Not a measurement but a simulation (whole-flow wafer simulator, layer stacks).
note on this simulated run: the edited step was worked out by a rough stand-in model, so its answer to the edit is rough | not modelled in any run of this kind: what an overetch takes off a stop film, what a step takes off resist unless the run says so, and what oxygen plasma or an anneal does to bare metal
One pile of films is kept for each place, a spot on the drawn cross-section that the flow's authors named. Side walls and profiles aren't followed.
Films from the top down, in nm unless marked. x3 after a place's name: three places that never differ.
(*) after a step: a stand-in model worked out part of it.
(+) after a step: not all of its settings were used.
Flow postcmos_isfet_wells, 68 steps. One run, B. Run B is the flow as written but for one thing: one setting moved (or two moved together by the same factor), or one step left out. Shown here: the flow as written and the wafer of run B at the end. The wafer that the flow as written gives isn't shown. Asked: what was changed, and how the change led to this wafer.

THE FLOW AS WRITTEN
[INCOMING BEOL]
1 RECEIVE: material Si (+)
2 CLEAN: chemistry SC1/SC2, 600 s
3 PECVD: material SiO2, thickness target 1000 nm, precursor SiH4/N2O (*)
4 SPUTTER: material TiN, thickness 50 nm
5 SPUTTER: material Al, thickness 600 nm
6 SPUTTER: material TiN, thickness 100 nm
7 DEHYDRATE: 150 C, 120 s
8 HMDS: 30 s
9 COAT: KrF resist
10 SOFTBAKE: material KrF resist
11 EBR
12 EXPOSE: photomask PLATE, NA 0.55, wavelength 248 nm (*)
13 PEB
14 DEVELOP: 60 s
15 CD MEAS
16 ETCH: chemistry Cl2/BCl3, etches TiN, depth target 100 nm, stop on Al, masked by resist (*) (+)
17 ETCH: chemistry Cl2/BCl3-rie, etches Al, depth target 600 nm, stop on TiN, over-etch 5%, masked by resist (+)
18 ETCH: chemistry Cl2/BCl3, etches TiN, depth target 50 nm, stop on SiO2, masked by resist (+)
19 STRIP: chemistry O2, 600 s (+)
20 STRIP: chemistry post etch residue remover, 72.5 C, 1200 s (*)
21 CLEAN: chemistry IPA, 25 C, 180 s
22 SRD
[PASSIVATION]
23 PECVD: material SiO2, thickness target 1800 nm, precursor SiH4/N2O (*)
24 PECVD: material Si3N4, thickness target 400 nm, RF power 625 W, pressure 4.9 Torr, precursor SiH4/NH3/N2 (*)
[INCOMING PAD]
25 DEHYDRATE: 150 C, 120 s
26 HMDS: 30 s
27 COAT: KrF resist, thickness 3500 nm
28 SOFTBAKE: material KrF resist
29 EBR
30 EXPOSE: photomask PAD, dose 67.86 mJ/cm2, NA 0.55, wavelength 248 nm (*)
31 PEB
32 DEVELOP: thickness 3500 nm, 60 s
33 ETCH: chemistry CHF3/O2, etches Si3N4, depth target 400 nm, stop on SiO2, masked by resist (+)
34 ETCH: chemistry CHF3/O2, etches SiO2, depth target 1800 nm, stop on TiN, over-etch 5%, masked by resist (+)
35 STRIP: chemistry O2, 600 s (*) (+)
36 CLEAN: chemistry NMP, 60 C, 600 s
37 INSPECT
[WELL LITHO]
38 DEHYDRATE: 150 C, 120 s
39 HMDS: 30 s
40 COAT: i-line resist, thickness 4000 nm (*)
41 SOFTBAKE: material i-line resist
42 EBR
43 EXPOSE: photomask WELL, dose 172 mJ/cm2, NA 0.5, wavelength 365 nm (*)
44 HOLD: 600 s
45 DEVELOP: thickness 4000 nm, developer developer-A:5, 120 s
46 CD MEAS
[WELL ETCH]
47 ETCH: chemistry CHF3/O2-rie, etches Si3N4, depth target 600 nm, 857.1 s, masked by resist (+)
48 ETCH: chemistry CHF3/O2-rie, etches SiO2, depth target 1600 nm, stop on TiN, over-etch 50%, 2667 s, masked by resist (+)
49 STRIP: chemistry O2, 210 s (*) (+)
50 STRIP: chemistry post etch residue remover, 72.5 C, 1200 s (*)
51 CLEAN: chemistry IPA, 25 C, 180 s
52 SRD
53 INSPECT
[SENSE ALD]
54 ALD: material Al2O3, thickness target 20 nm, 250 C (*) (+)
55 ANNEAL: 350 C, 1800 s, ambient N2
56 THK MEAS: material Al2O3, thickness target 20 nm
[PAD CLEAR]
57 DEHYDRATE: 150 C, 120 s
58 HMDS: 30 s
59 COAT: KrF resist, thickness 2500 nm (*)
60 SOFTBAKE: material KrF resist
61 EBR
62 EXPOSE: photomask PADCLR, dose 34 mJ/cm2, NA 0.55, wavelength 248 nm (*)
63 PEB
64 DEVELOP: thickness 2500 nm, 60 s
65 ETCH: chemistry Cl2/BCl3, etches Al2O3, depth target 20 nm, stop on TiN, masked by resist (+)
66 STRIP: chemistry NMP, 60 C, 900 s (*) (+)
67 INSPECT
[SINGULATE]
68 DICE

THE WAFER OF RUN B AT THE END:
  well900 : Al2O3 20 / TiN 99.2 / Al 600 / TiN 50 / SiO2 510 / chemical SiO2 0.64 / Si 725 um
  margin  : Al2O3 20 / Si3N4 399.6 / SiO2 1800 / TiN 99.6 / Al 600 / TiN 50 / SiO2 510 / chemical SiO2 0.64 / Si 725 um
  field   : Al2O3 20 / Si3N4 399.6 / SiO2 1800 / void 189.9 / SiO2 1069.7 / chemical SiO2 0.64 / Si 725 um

The cause: step 3, PECVD: thickness target 510 nm was run, where the flow has thickness target 1000 nm.
It can be read off the wafer: well900 has SiO2 510, and step 3 as written asks for 1000 nm.

How the change led to this, step by step:
  3 PECVD: material SiO2, thickness target 1000 nm, precursor SiH4/N2O (*)
      field, margin, well900, well1300 x3, pad_rim, pad_clr, pad_open: SiO2 +510 (new film) (as written it would be: SiO2 +1000 (new film))
